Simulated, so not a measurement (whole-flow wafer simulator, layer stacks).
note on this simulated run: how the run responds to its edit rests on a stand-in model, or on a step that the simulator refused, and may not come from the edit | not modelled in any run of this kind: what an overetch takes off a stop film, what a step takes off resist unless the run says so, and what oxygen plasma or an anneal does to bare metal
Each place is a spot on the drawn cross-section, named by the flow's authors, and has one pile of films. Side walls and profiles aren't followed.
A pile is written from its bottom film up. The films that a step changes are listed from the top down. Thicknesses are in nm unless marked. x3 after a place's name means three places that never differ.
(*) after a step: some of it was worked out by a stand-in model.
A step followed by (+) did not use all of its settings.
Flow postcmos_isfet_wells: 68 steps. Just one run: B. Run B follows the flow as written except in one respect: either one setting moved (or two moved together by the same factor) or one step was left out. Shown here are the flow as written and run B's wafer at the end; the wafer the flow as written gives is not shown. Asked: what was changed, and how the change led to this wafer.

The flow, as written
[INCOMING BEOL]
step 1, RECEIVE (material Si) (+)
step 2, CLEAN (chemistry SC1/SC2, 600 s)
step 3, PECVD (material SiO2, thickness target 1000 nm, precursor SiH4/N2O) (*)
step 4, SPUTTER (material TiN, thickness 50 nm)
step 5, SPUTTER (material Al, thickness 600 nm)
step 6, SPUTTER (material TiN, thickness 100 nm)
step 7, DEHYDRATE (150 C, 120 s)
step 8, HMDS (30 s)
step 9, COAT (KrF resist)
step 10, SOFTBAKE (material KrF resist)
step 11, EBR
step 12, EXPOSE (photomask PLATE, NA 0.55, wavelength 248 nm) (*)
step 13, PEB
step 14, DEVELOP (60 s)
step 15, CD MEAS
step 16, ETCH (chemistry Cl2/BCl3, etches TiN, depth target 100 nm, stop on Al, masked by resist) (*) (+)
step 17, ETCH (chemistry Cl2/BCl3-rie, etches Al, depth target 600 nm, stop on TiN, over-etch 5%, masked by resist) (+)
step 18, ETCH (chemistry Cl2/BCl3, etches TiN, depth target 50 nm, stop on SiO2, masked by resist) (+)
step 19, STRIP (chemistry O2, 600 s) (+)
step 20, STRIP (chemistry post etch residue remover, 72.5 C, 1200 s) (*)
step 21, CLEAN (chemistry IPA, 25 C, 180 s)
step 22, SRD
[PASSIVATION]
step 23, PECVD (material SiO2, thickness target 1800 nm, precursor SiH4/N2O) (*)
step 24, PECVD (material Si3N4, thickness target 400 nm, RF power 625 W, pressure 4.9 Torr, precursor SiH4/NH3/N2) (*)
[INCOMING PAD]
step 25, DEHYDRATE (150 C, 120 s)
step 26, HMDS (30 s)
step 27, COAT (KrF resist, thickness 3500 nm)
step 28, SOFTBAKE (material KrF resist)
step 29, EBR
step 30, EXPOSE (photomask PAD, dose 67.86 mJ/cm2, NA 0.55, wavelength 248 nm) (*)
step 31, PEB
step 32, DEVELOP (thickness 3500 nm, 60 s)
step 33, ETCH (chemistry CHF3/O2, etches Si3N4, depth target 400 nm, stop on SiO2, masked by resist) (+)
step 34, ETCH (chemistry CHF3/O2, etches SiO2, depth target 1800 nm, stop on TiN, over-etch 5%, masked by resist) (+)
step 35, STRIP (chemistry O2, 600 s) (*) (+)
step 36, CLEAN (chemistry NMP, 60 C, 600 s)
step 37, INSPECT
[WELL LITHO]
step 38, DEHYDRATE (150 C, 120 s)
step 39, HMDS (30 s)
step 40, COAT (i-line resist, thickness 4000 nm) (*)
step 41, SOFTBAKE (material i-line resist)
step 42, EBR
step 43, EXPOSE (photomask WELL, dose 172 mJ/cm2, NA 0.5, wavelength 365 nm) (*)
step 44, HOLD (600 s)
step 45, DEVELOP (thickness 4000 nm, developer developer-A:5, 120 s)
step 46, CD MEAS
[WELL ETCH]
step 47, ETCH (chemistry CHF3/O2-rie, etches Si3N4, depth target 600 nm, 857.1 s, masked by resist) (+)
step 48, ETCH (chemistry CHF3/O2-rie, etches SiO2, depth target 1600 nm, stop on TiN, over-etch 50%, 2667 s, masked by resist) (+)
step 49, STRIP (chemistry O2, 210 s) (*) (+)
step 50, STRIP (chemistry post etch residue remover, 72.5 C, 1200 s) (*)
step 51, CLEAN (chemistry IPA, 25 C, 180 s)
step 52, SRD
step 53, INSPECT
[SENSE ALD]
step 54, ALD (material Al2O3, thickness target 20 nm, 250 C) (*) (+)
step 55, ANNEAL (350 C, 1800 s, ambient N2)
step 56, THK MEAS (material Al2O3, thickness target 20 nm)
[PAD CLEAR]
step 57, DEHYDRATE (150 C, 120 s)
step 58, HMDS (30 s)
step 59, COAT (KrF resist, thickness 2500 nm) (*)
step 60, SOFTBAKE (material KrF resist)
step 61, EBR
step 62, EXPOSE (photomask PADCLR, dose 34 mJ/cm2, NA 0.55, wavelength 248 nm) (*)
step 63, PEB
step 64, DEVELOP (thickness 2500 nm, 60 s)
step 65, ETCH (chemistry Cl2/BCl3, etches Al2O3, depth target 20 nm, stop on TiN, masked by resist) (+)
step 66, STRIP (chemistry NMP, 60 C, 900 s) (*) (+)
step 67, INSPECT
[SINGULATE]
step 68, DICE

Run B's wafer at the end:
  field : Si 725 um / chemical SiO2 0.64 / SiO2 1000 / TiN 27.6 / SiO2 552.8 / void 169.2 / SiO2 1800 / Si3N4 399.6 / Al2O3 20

The reason: step 18, ETCH: depth target 22 nm was run, while the flow as written has depth target 50 nm.

How this came from the change, step by step:
  step 18, ETCH (chemistry Cl2/BCl3, etches TiN, depth target 50 nm, stop on SiO2, masked by resist) (+)
      field: TiN loses 22 (as written it would have been: TiN loses 50 (all of it))
      margin, well900, well1300 x3, pad_rim, pad_clr, pad_open: KrF resist loses 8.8 (as written it would have been: KrF resist loses 20)
  step 23, PECVD (material SiO2, thickness target 1800 nm, precursor SiH4/N2O) (*)
      field: SiO2 gains 1800 (new film), void gains 169.2 (new film), SiO2 gains 552.8 (new film) (as written it would have been: SiO2 gains 1800 (new film), void gains 189.9 (new film), SiO2 gains 559.7)
With metal films that touch counted as one body, field has 1 body; the flow as written gives 0 bodies.
